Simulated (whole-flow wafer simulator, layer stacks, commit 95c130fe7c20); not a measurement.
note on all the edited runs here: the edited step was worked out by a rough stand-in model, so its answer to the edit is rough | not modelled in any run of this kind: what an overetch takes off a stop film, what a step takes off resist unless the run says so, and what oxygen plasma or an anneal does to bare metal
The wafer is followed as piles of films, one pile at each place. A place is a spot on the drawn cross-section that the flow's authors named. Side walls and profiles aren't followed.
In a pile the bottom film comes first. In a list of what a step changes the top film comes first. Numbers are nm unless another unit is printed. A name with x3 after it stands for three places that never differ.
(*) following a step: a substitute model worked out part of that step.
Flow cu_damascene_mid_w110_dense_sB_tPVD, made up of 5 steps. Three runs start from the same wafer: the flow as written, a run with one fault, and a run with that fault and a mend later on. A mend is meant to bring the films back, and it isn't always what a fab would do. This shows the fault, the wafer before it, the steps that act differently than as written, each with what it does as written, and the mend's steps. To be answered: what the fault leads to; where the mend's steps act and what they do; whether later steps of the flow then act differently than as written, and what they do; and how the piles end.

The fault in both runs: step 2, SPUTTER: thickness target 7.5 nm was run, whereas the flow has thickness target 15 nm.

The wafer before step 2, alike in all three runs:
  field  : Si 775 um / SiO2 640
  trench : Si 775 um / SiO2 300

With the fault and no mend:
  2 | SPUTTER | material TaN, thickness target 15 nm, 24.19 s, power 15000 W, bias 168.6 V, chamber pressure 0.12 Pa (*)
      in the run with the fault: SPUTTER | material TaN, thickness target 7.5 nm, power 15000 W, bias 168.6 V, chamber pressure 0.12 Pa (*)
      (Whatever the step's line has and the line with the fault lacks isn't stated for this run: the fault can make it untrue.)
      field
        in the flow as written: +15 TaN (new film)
        in the run with the fault: +7.5 TaN (new film)
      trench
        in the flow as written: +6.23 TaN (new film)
        in the run with the fault: +3.12 TaN (new film)
  None of the later steps of the flow differs from how it acts as written, at any place that is followed, by more than 2% or 0.5 nm, whichever is larger.
  At field, trench, the piles at the end differ from the flow's by more than 2% or 0.5 nm, whichever is larger.
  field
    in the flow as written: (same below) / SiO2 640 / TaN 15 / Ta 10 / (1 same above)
    in the run with the fault: (same below) / SiO2 640 / TaN 7.5 / Ta 10 / (1 same above)
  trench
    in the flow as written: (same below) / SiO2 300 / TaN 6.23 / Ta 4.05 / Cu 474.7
    in the run with the fault: (same below) / SiO2 300 / TaN 3.12 / Ta 4.14 / Cu 470.2

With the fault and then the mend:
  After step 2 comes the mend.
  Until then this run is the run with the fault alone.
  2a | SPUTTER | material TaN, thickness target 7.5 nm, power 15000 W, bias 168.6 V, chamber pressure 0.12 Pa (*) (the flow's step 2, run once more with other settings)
      field
        +7.5 TaN
      trench
        +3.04 TaN
  None of the later steps of the flow differs from how it acts as written, at any place that is followed, by more than 2% or 0.5 nm, whichever is larger.
  When the end is reached, the piles differ only a little from the flow's at the places that both follow, at most by 2% or 0.5 nm, whichever is larger.
